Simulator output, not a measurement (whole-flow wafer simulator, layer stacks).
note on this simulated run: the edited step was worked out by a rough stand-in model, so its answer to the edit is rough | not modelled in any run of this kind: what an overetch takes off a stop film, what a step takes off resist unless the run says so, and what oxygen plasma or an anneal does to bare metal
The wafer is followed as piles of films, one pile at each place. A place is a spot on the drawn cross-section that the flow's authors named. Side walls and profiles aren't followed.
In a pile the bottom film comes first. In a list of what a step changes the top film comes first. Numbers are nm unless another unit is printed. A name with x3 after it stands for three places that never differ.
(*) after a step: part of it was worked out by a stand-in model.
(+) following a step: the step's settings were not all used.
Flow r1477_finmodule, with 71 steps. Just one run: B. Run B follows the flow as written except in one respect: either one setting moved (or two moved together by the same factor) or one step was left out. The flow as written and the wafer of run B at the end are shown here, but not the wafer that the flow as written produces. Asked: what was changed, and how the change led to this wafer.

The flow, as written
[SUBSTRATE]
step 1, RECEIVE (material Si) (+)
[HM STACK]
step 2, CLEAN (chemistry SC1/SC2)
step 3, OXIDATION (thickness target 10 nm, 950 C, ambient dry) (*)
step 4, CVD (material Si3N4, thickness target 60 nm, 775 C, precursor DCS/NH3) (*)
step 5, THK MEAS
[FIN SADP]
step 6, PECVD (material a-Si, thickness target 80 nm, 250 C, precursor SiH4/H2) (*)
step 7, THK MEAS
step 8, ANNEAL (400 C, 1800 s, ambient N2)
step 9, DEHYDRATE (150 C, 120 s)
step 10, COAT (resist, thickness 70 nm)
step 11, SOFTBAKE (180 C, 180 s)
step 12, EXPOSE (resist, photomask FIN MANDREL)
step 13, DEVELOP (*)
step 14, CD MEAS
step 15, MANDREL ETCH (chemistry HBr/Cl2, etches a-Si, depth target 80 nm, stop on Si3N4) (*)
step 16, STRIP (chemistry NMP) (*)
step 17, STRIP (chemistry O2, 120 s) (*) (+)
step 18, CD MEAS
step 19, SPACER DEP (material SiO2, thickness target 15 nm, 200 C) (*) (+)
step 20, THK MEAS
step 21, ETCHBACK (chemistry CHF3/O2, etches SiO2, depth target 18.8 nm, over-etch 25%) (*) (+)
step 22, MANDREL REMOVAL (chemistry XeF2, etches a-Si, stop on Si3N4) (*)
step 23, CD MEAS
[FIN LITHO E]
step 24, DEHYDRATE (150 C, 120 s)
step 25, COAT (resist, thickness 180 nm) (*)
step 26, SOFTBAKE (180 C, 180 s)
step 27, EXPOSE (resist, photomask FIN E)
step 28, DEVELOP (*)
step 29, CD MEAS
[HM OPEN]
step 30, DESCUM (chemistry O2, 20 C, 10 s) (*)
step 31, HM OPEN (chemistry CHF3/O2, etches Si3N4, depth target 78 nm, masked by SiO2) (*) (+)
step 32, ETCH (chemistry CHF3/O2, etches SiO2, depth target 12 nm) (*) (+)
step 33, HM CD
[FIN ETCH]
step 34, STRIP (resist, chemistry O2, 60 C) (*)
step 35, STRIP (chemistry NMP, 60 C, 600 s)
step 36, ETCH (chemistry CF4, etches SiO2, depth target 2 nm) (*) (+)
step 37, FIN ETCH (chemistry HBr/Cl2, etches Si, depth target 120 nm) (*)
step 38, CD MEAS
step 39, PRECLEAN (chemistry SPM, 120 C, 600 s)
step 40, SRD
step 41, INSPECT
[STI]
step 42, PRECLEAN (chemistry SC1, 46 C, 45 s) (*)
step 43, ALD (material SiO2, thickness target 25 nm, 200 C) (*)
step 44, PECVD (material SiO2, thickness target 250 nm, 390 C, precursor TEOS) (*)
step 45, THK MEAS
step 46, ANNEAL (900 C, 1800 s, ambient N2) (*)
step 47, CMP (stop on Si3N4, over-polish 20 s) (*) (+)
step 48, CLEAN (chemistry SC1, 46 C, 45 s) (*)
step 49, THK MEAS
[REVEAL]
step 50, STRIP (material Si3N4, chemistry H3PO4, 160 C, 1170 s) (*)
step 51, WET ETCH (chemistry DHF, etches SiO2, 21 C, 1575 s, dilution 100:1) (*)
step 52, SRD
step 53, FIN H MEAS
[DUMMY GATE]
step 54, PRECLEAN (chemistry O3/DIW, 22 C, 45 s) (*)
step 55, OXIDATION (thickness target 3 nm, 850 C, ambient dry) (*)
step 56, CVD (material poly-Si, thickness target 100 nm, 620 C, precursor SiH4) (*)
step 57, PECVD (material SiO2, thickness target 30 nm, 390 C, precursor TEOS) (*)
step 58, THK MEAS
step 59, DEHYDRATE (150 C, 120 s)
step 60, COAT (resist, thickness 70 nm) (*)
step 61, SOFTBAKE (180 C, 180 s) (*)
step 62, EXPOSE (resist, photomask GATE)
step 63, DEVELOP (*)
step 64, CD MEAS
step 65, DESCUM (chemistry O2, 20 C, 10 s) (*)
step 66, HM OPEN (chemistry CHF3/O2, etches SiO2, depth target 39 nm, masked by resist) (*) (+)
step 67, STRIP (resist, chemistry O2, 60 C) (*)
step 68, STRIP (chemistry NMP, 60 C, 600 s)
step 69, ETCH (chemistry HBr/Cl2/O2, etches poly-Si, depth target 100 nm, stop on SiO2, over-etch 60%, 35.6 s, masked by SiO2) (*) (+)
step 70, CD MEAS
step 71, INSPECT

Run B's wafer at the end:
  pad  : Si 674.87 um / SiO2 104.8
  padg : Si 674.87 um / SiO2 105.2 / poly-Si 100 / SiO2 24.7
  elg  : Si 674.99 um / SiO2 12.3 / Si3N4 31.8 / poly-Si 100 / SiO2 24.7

What caused this: step 3, OXIDATION: thickness target 12.3 nm was run, whereas the flow has thickness target 10 nm.
One can read it off the wafer: elg has SiO2 12.3, and step 3 as written asks for 10 nm.

Step by step, how the change led to this:
  step 3, OXIDATION (thickness target 10 nm, 950 C, ambient dry) (*)
      pad, padg, elg and 33 more: SiO2 gains 12.3 (new film), chemical SiO2 loses 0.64 (all of it), Si loses 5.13 (as written it would have been: SiO2 gains 10 (new film), chemical SiO2 loses 0.64 (all of it), Si loses 4.12)
  step 31, HM OPEN (chemistry CHF3/O2, etches Si3N4, depth target 78 nm, masked by SiO2) (*) (+)
      pad, padg, esg and 13 more: Si3N4 loses 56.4 (all of it), SiO2 loses 10.8 (as written it would have been: Si3N4 loses 56.4 (all of it), SiO2 loses 10 (all of it))
  step 32, ETCH (chemistry CHF3/O2, etches SiO2, depth target 12 nm) (*) (+)
      pad, padg, e40sg and 11 more: SiO2 loses 1.49 (all of it), Si loses 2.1 (as written it would have been: Si loses 2.4)
      esg, eso: SiO2 loses 1.49 (all of it), Si loses 2.1 (as written it would have been: Si loses 1.77)
      (also at 6 further places)
  step 47, CMP (stop on Si3N4, over-polish 20 s) (*) (+)
      pad, padg, e40sg and 11 more: SiO2 loses 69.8 (as written it would have been: SiO2 loses 71.8)
      eso: SiO2 loses 69.8 (as written it would have been: SiO2 loses 72.4)
  step 51, WET ETCH (chemistry DHF, etches SiO2, 21 C, 1575 s, dilution 100:1) (*)
      s40sg_line, s45sg_line, s50sg_line, s40so_line, s45so_line, s50so_line: SiO2 loses 10.9 (all of it) (as written it would have been: SiO2 loses 8.63 (all of it))
  step 56, CVD (material poly-Si, thickness target 100 nm, 620 C, precursor SiH4) (*)
      s40cg, s40co: poly-Si gains 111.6 (new film) (as written it would have been: poly-Si gains 113.9 (new film))
      s45cg, s45co: poly-Si gains 111.1 (new film) (as written it would have been: poly-Si gains 113.4 (new film))
      (also at 2 further places)
  step 60, COAT (resist, thickness 70 nm) (*)
      s40sg, s45sg, s40so, s45so: resist gains 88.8 (new film) (as written it would have been: resist gains 91 (new film))
      s50sg, s50so: resist gains 88.6 (new film) (as written it would have been: resist gains 90.9 (new film))
  step 63, DEVELOP (*)
      s40so, s45so: resist loses 88.8 (all of it) (as written it would have been: resist loses 91 (all of it))
      s50so: resist loses 88.6 (all of it) (as written it would have been: resist loses 90.9 (all of it))
  step 67, STRIP (resist, chemistry O2, 60 C) (*)
      s40sg, s45sg: resist loses 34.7 (all of it) (as written it would have been: resist loses 36.9 (all of it))
      s50sg: resist loses 34.5 (all of it) (as written it would have been: resist loses 36.8 (all of it))
  step 69, ETCH (chemistry HBr/Cl2/O2, etches poly-Si, depth target 100 nm, stop on SiO2, over-etch 60%, 35.6 s, masked by SiO2) (*) (+)
      s40co: chemical SiO2 loses 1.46 (all of it), poly-Si loses 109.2 (all of it), SiO2 loses 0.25 (as written it would have been: chemical SiO2 loses 1.46 (all of it), poly-Si loses 111.5 (all of it), SiO2 loses 0.24)
      s45co: chemical SiO2 loses 1.46 (all of it), poly-Si loses 108.6 (all of it), SiO2 loses 0.26 (as written it would have been: chemical SiO2 loses 1.46 (all of it), poly-Si loses 110.9 (all of it), SiO2 loses 0.25)
      (also at 1 further place)
